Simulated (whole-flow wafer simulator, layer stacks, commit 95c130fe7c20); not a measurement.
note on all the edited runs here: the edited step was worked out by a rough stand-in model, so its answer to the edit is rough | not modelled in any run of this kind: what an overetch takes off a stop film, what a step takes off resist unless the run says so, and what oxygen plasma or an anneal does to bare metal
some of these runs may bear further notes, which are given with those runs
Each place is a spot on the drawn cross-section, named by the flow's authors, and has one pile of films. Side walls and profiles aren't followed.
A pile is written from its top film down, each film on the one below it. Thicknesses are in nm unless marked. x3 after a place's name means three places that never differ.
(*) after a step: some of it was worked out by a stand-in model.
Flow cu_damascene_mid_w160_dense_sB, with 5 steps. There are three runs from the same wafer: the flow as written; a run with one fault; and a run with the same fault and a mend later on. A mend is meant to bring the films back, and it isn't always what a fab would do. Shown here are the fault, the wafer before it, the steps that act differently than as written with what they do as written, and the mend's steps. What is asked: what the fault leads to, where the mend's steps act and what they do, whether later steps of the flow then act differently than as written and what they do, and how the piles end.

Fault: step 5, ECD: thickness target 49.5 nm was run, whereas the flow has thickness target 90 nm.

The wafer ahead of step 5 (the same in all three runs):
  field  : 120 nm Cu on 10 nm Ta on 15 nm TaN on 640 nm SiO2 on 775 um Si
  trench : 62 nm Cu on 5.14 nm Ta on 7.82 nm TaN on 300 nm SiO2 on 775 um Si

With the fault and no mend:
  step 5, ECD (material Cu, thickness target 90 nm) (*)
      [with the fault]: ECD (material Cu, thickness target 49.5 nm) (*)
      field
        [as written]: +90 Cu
        [with the fault]: +49.5 Cu
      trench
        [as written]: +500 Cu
        [with the fault]: +49.5 Cu
  Later steps of the flow that are run all act as written at every place that is followed.
  The piles end different from the flow's at field, trench by more than 2% or 0.5 nm, whichever is larger.
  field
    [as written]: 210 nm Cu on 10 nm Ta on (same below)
    [with the fault]: 169.5 nm Cu on 10 nm Ta on (same below)
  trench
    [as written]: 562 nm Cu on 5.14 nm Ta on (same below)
    [with the fault]: 111.5 nm Cu on 5.14 nm Ta on (same below)

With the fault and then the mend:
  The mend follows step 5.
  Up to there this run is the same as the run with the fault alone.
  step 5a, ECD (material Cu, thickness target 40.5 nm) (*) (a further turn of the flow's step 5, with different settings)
      field
        +40.5 Cu
      trench
        +450.5 Cu
  Later steps of the flow that are run all act as written at every place that is followed.
  The piles end the same as the flow's at every place that both follow.
